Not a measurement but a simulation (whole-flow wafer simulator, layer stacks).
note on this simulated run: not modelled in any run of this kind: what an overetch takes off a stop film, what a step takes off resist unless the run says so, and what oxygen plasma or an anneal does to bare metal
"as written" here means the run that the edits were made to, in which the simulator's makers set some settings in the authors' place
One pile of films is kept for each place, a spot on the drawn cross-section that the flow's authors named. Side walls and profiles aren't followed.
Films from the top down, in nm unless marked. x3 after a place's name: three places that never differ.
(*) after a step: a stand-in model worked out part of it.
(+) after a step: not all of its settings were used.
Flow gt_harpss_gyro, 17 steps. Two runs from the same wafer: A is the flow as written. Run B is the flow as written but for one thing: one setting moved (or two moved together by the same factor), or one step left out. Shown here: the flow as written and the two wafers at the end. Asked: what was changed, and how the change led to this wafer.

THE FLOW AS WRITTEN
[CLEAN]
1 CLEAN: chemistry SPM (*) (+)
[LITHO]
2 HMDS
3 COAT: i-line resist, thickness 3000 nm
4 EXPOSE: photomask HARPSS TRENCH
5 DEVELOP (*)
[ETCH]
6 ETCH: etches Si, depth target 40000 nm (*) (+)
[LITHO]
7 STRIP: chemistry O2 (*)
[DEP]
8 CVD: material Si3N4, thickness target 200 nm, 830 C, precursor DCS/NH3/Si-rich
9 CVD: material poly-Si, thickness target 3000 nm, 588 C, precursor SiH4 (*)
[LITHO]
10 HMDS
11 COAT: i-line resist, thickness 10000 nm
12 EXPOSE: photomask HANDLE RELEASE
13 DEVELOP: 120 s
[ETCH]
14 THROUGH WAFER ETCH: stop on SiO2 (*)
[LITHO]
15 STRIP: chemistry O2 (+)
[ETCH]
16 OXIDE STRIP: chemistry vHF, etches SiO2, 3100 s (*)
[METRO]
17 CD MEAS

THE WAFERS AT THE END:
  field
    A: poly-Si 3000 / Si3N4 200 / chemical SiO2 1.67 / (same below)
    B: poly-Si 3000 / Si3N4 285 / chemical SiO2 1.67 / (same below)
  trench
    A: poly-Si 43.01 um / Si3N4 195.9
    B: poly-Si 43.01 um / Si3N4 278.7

The cause: step 8, CVD: thickness target 285 nm was run, where the flow has thickness target 200 nm.
It can be read off the wafer: field has Si3N4 285, and step 8 as written asks for 200 nm.

How the change led to this, step by step:
  8 CVD: material Si3N4, thickness target 200 nm, 830 C, precursor DCS/NH3/Si-rich
      field: A Si3N4 +200 (new film) | B Si3N4 +285 (new film)
      trench: A Si3N4 +195.9 (new film) | B Si3N4 +278.7 (new film)
